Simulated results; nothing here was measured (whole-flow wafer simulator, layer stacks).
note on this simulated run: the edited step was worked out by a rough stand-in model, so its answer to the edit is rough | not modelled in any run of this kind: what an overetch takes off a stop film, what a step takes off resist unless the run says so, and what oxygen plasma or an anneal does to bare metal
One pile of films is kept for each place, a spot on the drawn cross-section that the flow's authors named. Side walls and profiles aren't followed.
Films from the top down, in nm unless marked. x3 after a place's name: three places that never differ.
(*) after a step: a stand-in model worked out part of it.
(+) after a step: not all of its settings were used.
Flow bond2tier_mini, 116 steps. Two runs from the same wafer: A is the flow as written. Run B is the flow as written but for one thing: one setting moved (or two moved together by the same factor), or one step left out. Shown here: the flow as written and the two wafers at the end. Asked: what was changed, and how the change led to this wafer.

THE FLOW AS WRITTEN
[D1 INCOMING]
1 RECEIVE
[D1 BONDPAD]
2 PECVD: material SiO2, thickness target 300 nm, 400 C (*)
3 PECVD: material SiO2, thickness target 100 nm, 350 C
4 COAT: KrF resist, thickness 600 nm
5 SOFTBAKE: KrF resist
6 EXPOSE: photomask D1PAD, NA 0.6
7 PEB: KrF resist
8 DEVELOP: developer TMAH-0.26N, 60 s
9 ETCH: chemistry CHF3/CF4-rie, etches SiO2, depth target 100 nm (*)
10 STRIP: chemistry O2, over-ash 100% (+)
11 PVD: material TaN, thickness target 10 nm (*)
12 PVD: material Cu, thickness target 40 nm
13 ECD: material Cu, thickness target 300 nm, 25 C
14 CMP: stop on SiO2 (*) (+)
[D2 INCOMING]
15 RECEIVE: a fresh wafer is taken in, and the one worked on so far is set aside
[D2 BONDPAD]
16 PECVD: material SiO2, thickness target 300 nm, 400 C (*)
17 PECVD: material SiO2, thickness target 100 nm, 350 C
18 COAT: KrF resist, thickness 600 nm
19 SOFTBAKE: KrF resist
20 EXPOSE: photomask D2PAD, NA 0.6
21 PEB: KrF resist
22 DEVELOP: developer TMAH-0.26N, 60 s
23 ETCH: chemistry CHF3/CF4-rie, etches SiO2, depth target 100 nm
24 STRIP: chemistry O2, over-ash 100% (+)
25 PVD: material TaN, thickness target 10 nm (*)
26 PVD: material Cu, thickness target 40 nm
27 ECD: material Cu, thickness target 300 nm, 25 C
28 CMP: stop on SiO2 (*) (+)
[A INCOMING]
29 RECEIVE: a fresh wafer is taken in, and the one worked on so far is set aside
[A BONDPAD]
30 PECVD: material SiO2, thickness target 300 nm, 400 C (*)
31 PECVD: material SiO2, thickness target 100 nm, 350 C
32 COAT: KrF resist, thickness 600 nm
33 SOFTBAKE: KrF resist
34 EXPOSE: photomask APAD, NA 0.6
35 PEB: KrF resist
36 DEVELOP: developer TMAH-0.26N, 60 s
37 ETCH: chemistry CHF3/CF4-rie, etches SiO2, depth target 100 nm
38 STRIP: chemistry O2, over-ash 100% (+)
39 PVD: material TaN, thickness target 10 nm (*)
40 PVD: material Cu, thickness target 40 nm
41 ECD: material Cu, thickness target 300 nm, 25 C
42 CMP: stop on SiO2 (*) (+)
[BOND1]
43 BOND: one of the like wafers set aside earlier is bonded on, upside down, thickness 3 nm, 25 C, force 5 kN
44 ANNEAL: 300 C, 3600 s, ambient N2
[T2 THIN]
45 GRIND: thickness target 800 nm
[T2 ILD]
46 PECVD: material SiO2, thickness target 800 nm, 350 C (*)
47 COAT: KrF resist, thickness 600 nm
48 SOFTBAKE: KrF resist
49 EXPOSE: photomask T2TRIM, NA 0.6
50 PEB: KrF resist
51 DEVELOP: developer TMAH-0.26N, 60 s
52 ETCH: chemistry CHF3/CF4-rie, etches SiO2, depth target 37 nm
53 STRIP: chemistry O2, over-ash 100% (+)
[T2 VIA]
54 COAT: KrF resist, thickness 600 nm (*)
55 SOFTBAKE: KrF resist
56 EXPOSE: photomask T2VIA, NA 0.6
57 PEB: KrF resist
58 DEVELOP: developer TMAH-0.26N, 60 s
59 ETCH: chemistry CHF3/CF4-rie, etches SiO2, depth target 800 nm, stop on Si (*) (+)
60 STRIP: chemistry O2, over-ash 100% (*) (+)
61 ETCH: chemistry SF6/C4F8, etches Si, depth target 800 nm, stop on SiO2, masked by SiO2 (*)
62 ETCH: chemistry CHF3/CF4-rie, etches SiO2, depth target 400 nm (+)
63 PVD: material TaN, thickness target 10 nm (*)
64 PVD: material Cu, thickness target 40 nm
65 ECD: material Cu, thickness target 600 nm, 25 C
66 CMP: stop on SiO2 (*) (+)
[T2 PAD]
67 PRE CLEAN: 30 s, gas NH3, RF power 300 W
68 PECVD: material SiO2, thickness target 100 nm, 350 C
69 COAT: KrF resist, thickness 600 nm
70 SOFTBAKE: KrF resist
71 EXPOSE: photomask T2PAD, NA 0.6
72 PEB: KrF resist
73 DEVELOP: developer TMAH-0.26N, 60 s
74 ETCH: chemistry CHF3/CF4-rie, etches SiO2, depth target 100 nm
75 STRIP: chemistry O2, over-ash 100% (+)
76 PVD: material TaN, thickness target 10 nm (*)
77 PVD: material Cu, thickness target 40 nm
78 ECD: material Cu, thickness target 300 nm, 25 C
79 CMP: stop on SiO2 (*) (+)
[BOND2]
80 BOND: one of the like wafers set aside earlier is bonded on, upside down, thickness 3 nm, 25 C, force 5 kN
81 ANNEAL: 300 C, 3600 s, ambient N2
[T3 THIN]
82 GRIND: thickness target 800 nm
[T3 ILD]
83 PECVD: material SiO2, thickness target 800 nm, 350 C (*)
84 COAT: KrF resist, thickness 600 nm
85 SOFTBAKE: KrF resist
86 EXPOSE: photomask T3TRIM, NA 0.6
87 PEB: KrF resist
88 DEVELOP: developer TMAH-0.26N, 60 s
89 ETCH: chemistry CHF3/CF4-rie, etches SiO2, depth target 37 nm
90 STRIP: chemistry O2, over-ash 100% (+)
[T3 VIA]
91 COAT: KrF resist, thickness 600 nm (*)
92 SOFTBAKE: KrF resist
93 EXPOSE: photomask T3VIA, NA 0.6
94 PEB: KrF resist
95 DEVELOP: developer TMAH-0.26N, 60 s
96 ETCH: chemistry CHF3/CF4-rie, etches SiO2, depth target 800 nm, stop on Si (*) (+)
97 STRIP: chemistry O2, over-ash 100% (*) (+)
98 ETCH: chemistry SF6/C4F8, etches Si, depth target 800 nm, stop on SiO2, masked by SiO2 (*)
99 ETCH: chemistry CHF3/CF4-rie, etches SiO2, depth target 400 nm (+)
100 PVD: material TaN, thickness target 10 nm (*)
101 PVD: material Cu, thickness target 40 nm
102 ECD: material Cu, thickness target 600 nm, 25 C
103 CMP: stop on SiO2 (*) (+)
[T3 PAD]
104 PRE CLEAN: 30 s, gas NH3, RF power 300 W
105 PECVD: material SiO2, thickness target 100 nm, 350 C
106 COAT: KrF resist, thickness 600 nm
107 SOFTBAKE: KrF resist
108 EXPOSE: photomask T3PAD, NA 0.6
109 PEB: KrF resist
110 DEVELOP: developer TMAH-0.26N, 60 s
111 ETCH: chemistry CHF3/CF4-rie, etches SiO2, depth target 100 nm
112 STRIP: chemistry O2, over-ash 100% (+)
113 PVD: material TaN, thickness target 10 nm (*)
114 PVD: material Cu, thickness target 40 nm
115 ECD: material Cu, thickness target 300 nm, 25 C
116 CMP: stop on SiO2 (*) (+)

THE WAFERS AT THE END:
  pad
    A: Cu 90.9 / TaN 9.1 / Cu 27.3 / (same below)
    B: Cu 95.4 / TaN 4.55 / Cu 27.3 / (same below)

The cause: step 113, PVD: thickness target 5 nm was run, where the flow has thickness target 10 nm.

How the change led to this, step by step:
  113 PVD: material TaN, thickness target 10 nm (*)
      field: A TaN +10 (new film) | B TaN +5 (new film)
      pad: A TaN +9.1 (new film) | B TaN +4.55 (new film)
  116 CMP: stop on SiO2 (*) (+)
      field: A Cu -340 (all of it), TaN -10 (all of it) | B Cu -340 (all of it), TaN -5 (all of it)
